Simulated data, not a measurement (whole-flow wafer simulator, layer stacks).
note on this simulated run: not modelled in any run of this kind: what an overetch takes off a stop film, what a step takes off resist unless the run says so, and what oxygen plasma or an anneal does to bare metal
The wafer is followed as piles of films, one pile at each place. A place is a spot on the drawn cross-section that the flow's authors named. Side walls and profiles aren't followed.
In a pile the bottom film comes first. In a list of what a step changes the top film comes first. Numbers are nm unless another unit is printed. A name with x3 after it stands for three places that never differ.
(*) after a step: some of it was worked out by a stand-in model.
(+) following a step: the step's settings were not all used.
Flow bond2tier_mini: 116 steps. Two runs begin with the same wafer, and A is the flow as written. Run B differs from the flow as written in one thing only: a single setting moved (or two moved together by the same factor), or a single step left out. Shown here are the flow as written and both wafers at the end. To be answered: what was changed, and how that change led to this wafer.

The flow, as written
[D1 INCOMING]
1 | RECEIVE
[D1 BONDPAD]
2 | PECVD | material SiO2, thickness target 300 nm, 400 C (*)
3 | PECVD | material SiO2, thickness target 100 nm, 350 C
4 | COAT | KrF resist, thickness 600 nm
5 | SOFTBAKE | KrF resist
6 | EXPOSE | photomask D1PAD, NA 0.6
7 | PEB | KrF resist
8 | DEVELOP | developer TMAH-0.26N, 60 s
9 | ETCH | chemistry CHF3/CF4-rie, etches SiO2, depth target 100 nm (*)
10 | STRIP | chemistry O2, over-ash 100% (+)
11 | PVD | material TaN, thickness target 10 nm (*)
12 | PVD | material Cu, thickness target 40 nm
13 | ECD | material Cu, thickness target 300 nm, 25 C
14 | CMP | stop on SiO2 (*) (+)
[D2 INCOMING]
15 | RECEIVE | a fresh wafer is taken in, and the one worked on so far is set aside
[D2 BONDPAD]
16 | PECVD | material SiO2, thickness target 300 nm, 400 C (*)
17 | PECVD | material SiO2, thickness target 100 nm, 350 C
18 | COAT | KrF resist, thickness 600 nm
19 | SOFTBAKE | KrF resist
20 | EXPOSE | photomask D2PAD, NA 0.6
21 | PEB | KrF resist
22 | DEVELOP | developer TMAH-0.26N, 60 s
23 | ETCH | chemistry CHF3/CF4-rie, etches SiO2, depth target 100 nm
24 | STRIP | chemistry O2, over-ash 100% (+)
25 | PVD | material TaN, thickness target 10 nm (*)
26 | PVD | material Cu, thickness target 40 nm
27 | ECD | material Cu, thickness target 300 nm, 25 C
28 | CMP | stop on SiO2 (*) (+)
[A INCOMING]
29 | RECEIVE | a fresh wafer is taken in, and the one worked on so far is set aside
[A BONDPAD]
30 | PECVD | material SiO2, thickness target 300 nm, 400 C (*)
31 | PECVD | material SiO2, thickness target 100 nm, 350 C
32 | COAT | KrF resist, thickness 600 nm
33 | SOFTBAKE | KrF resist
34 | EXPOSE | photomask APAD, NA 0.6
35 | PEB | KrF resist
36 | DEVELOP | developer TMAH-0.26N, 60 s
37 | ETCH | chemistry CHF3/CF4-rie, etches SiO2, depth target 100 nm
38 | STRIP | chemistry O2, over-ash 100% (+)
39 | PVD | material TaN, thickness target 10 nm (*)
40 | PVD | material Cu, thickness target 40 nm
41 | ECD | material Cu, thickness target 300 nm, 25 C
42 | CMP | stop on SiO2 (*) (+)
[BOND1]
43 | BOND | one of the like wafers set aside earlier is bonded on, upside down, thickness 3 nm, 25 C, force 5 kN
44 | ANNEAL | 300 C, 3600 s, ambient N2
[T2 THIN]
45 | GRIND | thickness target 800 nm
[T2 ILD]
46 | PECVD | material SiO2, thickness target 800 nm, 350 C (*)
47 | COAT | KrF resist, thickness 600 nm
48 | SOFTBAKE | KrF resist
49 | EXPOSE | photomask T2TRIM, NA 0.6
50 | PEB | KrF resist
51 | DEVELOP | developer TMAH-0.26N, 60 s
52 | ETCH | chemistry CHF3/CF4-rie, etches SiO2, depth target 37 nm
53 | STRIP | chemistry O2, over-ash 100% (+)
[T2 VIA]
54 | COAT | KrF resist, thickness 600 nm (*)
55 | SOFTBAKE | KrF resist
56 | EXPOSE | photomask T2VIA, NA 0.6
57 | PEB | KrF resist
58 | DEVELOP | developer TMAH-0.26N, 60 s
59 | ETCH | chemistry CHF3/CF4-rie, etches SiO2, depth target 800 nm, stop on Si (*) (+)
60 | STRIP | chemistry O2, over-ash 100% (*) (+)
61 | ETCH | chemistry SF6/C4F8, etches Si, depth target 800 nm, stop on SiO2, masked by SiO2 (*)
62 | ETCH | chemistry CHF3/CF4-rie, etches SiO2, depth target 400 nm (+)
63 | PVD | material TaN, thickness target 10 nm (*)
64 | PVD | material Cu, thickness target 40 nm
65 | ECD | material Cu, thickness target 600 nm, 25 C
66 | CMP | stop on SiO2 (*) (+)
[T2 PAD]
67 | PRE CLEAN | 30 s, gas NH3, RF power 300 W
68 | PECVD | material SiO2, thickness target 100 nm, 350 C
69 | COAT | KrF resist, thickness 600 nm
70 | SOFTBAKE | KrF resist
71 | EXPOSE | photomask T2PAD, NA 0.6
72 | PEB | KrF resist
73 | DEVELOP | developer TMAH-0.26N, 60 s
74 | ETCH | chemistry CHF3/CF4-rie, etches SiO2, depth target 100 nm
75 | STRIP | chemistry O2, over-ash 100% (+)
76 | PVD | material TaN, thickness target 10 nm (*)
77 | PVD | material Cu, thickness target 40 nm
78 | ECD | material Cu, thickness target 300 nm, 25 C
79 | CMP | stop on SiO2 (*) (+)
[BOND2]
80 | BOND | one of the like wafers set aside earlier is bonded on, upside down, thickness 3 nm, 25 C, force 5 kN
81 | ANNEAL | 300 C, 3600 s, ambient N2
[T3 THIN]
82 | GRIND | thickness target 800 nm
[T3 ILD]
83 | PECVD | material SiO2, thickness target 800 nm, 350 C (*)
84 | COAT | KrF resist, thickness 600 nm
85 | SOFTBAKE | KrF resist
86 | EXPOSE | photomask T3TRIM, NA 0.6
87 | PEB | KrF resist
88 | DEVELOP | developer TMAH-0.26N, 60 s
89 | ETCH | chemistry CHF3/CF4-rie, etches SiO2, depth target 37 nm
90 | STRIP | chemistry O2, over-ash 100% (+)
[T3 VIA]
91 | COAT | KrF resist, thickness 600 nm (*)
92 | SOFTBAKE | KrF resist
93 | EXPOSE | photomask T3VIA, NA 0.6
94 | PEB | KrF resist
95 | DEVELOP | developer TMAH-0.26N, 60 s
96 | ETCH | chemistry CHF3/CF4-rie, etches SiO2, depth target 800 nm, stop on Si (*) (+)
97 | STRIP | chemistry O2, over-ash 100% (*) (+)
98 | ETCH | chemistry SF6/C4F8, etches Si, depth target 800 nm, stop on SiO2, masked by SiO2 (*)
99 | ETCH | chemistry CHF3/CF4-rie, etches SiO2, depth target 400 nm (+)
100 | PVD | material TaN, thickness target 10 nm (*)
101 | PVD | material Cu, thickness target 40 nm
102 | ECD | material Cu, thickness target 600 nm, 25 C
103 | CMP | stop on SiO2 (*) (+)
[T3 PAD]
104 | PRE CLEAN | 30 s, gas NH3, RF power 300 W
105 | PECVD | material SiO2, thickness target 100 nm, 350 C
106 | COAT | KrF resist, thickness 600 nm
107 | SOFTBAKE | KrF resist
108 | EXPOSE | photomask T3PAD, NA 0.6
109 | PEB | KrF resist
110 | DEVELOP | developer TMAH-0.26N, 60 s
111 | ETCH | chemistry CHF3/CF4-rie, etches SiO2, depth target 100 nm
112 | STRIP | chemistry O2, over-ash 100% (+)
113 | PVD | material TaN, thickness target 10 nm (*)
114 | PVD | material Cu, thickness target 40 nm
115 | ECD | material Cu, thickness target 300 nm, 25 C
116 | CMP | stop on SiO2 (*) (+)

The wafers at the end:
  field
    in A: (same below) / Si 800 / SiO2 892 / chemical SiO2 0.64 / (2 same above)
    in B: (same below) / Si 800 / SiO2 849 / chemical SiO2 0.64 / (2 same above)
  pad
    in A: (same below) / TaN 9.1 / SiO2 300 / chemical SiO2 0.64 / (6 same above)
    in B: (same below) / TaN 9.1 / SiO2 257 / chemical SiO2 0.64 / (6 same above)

What caused this: step 17, PECVD: thickness target 57 nm was run, while the flow as written has thickness target 100 nm.

Step by step, how the change led to this:
  17 | PECVD | material SiO2, thickness target 100 nm, 350 C
      field, pad, via: A +100 SiO2 | B +57 SiO2
  80 | BOND | one of the like wafers set aside earlier is bonded on, upside down, thickness 3 nm, 25 C, force 5 kN
      field: A +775 um Si (new film), +0.64 chemical SiO2 (new film), +400 SiO2 | B +775 um Si (new film), +0.64 chemical SiO2 (new film), +357 SiO2
      pad: A +775 um Si (new film), +0.64 chemical SiO2 (new film), +300 SiO2 (new film), +9.1 TaN (new film), +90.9 Cu | B +775 um Si (new film), +0.64 chemical SiO2 (new film), +257 SiO2 (new film), +9.1 TaN (new film), +90.9 Cu
